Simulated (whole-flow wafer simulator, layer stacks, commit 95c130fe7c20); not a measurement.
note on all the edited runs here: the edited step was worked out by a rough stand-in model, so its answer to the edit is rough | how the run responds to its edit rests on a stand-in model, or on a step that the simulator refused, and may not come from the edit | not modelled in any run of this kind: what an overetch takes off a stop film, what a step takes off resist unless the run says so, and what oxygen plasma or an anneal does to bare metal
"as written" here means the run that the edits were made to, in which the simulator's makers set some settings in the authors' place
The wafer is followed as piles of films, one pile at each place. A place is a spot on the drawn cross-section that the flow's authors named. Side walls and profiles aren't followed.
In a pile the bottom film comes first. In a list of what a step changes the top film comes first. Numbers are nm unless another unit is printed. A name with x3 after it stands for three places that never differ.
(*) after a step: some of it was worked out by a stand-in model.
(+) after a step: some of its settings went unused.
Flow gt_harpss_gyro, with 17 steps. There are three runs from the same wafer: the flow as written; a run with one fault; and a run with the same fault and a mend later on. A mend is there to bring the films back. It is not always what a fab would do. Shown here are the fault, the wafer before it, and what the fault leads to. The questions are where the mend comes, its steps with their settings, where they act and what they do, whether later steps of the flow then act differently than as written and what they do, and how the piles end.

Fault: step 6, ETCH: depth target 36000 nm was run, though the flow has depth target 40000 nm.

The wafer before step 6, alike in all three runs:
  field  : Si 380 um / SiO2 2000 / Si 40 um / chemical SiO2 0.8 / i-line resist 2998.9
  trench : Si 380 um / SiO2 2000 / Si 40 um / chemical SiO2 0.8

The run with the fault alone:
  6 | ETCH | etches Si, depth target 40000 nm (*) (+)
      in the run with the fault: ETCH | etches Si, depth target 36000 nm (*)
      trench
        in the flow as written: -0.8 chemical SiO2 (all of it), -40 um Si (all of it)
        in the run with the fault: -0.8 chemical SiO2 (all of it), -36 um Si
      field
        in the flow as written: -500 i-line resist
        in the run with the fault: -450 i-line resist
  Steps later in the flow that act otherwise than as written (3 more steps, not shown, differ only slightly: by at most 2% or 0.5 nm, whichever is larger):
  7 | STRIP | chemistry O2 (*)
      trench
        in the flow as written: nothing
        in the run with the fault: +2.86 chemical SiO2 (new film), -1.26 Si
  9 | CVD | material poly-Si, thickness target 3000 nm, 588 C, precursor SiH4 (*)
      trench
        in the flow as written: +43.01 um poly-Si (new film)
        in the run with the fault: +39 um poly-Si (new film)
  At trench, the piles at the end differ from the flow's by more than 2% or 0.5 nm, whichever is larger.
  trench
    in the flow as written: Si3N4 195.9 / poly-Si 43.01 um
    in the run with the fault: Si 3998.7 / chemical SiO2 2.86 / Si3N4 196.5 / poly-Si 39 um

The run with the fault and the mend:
  After step 6 comes the mend.
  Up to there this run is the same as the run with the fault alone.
  6a | ETCH | etches Si, depth target 4000 nm (*) (+) (the flow's step 6 again, with other settings)
      field
        -50 i-line resist
      trench
        -3999.9 Si (all of it)
  None of the later steps of the flow acts differently than as written at any place that is followed.
  The piles end the same as the flow's at every place that both follow.
